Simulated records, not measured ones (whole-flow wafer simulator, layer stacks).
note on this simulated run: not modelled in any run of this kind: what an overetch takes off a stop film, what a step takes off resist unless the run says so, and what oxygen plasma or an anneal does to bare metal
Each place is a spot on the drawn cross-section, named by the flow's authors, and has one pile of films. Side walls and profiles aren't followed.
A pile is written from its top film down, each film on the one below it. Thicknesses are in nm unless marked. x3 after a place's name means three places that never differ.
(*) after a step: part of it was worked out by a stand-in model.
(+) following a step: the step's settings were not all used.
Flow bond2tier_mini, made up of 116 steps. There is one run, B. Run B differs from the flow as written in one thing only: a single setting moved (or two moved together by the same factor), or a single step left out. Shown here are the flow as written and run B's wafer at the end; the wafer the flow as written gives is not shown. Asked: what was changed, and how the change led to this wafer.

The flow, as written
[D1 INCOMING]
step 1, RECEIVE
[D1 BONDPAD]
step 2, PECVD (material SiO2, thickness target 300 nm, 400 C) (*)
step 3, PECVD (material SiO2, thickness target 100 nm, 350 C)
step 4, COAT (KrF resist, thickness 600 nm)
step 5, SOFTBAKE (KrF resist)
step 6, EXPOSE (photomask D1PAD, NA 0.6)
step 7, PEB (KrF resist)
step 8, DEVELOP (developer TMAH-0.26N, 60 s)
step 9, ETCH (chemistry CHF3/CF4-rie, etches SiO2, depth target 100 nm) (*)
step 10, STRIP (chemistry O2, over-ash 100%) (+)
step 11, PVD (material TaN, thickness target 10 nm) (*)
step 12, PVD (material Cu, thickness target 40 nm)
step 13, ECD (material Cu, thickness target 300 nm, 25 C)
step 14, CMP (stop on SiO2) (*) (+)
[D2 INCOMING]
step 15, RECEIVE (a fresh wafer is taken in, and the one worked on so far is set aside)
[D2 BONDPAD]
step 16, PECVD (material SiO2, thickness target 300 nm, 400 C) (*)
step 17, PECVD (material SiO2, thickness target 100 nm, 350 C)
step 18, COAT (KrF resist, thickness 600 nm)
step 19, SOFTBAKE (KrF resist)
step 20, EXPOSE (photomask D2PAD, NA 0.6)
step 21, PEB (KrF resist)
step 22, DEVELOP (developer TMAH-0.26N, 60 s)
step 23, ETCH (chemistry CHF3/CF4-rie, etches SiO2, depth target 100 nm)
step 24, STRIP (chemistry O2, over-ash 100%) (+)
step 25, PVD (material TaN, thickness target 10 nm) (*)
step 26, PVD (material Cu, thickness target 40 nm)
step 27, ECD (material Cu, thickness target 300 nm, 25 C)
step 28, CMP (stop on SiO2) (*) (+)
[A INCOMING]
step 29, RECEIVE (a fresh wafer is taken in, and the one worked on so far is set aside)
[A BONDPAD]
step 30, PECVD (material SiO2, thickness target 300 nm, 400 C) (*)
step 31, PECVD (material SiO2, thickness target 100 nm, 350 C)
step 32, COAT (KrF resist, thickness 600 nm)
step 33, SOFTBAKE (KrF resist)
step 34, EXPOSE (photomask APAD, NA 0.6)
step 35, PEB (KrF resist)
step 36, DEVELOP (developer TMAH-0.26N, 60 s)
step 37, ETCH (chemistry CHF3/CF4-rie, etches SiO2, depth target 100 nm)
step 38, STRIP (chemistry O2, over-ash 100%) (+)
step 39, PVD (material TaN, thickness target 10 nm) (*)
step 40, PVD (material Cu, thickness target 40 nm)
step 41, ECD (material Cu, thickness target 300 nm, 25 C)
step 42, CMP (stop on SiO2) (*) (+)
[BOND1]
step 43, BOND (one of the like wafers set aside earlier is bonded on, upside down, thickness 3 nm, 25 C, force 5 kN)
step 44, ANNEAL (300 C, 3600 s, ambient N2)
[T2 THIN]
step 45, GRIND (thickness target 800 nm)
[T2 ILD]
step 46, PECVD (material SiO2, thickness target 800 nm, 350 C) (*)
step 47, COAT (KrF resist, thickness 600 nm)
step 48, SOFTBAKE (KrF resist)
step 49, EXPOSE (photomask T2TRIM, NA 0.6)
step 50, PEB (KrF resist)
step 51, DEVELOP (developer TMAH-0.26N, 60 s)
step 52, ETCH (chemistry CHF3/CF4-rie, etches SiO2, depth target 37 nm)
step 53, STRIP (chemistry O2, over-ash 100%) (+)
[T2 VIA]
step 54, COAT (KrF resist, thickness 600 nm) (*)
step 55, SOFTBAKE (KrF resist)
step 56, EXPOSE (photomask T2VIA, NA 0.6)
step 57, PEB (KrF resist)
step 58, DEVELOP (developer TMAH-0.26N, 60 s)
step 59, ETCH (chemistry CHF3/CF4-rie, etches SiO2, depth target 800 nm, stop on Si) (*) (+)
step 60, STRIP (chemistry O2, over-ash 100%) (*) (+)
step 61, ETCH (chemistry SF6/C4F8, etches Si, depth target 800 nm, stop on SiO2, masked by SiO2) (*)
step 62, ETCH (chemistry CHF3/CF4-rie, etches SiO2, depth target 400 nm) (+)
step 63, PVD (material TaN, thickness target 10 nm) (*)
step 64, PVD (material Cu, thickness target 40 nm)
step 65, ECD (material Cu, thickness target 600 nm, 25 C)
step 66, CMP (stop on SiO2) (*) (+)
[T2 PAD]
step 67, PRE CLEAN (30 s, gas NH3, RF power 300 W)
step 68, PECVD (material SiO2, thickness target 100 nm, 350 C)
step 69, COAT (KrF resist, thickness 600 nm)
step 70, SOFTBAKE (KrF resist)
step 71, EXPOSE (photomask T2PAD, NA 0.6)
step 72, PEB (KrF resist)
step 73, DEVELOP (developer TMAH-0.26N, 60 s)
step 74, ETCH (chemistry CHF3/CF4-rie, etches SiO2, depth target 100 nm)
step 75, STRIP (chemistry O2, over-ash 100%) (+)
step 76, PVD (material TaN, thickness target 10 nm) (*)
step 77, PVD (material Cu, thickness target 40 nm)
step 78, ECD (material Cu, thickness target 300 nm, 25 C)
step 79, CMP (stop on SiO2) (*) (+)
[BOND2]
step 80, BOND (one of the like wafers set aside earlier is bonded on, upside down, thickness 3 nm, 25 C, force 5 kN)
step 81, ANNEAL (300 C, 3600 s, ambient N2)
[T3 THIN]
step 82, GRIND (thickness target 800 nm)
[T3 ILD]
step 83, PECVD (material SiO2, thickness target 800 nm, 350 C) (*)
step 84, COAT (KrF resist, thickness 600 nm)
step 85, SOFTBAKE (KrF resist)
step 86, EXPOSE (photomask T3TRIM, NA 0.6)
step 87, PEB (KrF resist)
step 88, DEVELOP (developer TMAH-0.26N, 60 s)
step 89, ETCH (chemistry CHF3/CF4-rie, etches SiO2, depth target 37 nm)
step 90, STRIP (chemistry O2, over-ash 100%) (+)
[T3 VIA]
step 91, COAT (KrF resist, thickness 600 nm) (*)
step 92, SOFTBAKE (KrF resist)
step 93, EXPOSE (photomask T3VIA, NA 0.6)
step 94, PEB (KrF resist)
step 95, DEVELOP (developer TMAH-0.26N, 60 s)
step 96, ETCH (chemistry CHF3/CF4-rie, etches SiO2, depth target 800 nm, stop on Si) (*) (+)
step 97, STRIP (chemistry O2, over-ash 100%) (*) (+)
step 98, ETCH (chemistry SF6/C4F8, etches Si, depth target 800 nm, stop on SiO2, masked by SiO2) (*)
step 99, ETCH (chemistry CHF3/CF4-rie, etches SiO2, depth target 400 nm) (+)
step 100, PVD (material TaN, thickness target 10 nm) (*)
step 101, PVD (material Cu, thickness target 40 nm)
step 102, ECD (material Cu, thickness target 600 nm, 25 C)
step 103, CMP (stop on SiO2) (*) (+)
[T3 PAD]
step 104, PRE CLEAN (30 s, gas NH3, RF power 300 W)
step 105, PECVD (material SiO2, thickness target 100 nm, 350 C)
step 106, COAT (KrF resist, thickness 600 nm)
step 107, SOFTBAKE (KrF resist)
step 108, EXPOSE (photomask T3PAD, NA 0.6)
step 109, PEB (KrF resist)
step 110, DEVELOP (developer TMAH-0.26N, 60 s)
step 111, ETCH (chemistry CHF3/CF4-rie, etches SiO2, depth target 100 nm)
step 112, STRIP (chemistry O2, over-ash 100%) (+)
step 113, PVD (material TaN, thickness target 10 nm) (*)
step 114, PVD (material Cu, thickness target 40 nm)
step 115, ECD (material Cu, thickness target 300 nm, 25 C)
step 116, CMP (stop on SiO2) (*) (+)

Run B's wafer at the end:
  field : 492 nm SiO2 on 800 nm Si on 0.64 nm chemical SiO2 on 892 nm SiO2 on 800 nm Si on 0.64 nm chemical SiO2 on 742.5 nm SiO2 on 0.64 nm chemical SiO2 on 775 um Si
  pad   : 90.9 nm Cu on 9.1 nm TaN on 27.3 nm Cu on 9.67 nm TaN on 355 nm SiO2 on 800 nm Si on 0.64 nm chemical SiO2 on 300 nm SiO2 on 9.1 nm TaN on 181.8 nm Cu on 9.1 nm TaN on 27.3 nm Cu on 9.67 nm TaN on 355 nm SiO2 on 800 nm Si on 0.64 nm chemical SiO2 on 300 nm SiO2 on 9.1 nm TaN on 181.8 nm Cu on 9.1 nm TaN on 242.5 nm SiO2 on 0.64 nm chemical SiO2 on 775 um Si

Cause: step 31, PECVD: thickness target 42.5 nm was run, while the flow as written has thickness target 100 nm.

Step by step, how the change led to this:
  step 31, PECVD (material SiO2, thickness target 100 nm, 350 C)
      field, pad, via: SiO2 gains 42.5 (it would be, as written: SiO2 gains 100)
